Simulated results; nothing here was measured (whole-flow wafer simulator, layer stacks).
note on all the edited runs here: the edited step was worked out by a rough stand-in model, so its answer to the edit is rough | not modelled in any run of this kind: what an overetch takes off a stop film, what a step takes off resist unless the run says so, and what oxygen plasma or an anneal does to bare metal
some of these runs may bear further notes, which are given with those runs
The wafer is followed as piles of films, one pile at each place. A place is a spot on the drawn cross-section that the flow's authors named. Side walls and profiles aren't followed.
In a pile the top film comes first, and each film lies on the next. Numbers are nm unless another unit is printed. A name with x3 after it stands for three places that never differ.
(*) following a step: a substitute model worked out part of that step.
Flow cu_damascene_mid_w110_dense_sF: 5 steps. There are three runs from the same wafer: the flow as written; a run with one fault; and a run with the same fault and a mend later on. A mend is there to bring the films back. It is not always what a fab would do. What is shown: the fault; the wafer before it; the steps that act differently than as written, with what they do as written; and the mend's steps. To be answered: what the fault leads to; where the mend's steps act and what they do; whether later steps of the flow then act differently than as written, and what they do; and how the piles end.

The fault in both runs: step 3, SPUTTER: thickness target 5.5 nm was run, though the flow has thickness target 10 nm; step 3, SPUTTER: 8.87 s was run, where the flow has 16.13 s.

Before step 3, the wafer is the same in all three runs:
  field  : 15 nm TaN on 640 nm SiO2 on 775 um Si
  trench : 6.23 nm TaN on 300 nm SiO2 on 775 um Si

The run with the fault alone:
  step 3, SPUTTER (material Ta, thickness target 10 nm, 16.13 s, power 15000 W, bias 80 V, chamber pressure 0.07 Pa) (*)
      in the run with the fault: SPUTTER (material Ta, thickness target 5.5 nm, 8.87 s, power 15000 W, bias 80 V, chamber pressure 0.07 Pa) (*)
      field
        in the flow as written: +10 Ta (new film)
        in the run with the fault: +5.5 Ta (new film)
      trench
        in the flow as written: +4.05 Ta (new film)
        in the run with the fault: +2.22 Ta (new film)
  Every later step of the flow that is run acts as written, at every place that is followed, to within 2% or 0.5 nm, whichever is larger.
  By the end, the piles at field, trench depart from the flow's by more than 2% or 0.5 nm, whichever is larger.
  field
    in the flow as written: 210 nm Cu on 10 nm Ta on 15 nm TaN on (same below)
    in the run with the fault: 210 nm Cu on 5.5 nm Ta on 15 nm TaN on (same below)
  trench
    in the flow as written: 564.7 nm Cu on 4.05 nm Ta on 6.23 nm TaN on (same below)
    in the run with the fault: 562 nm Cu on 2.22 nm Ta on 6.23 nm TaN on (same below)

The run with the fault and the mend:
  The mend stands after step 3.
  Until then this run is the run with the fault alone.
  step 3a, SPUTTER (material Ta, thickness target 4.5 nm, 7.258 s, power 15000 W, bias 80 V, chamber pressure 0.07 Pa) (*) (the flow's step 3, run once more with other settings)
      field
        +4.5 Ta
      trench
        +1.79 Ta
  Every later step of the flow that is run acts as written, at every place that is followed, to within 2% or 0.5 nm, whichever is larger.
  When the end is reached, the piles differ only a little from the flow's at the places that both follow, at most by 2% or 0.5 nm, whichever is larger.
